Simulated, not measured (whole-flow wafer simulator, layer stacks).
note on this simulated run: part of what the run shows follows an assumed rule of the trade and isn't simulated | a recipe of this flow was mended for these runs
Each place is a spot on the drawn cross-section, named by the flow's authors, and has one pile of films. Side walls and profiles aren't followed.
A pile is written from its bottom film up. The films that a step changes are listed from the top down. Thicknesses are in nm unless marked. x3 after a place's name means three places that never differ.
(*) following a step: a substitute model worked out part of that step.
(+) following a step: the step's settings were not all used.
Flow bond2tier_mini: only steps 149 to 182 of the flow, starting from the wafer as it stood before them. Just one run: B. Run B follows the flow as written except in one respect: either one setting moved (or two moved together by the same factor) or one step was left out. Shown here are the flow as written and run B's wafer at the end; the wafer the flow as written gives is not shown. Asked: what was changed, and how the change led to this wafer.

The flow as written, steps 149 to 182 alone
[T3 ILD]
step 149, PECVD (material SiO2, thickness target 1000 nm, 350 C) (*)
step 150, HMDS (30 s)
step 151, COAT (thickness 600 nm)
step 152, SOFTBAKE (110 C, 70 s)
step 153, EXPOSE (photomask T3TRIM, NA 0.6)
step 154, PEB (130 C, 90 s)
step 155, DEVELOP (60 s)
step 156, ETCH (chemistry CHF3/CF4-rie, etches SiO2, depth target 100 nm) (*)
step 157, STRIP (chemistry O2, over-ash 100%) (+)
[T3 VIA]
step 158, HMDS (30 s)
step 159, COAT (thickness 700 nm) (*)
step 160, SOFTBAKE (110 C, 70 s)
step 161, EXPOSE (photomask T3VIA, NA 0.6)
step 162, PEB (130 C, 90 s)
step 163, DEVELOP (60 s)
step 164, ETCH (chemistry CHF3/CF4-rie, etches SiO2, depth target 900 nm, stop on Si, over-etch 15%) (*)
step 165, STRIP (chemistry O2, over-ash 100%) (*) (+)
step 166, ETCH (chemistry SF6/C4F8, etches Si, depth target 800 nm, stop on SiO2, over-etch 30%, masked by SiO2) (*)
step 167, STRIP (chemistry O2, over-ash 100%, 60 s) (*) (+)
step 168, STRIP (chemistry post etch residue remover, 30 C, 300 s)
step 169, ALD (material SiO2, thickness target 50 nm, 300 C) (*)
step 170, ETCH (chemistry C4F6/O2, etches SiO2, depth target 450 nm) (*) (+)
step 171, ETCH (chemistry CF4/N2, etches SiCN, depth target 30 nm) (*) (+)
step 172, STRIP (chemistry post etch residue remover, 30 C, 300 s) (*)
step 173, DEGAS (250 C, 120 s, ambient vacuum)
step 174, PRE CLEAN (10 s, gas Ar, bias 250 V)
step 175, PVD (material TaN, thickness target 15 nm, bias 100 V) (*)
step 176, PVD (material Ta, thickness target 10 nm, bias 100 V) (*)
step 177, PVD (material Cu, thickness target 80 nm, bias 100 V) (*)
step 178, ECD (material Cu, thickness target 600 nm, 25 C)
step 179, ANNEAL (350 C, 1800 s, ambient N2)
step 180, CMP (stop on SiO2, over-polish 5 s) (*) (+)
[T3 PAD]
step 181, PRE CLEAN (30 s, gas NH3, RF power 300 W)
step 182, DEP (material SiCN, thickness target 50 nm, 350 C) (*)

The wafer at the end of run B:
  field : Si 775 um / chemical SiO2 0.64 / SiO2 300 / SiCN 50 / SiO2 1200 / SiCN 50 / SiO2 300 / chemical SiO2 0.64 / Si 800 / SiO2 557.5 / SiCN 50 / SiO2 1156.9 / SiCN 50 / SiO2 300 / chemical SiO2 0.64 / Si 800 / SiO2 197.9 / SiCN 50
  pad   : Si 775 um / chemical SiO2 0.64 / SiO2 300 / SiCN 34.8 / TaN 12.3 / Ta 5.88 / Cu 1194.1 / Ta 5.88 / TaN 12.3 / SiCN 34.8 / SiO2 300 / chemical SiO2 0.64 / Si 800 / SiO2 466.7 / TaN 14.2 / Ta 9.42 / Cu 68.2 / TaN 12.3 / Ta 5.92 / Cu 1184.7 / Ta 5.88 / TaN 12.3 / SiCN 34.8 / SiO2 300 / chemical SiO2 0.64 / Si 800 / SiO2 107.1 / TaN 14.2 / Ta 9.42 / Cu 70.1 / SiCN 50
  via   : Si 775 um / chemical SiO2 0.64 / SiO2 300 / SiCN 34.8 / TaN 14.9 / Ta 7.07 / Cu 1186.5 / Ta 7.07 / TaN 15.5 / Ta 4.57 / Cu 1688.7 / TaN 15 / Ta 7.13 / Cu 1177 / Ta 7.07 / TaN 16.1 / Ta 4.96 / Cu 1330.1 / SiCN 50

The reason: step 149, PECVD: thickness target 640 nm was run, whereas the flow has thickness target 1000 nm.

Step by step, how the change led to this:
  step 149, PECVD (material SiO2, thickness target 1000 nm, 350 C) (*)
      field, pad, via: SiO2 gains 640 (new film) (as written it would have been: SiO2 gains 1000 (new film))
  step 164, ETCH (chemistry CHF3/CF4-rie, etches SiO2, depth target 900 nm, stop on Si, over-etch 15%) (*)
      field, pad: thick-KrF-resist loses 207 (as written it would have been: thick-KrF-resist loses 345)
      via: SiO2 loses 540 (all of it), Si loses 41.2 (as written it would have been: SiO2 loses 900 (all of it), Si loses 11.2)
  step 165, STRIP (chemistry O2, over-ash 100%) (*) (+)
      field: thick-KrF-resist loses 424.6 (all of it) (as written it would have been: thick-KrF-resist loses 286.6 (all of it))
      pad: thick-KrF-resist loses 510.9 (all of it) (as written it would have been: thick-KrF-resist loses 372.9 (all of it))
  step 166, ETCH (chemistry SF6/C4F8, etches Si, depth target 800 nm, stop on SiO2, over-etch 30%, masked by SiO2) (*)
      via: Si loses 758.8 (all of it), chemical SiO2 loses 0.64 (all of it), SiO2 loses 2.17 (as written it would have been: Si loses 788.8 (all of it), chemical SiO2 loses 0.64 (all of it), SiO2 loses 1.87)
  step 175, PVD (material TaN, thickness target 15 nm, bias 100 V) (*)
      via: TaN gains 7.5 (as written it would have been: TaN gains 6.94)
  step 177, PVD (material Cu, thickness target 80 nm, bias 100 V) (*)
      via: Cu gains 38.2 (new film) (as written it would have been: Cu gains 35 (new film))
  step 178, ECD (material Cu, thickness target 600 nm, 25 C)
      via: Cu gains 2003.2 (as written it would have been: Cu gains 2367)
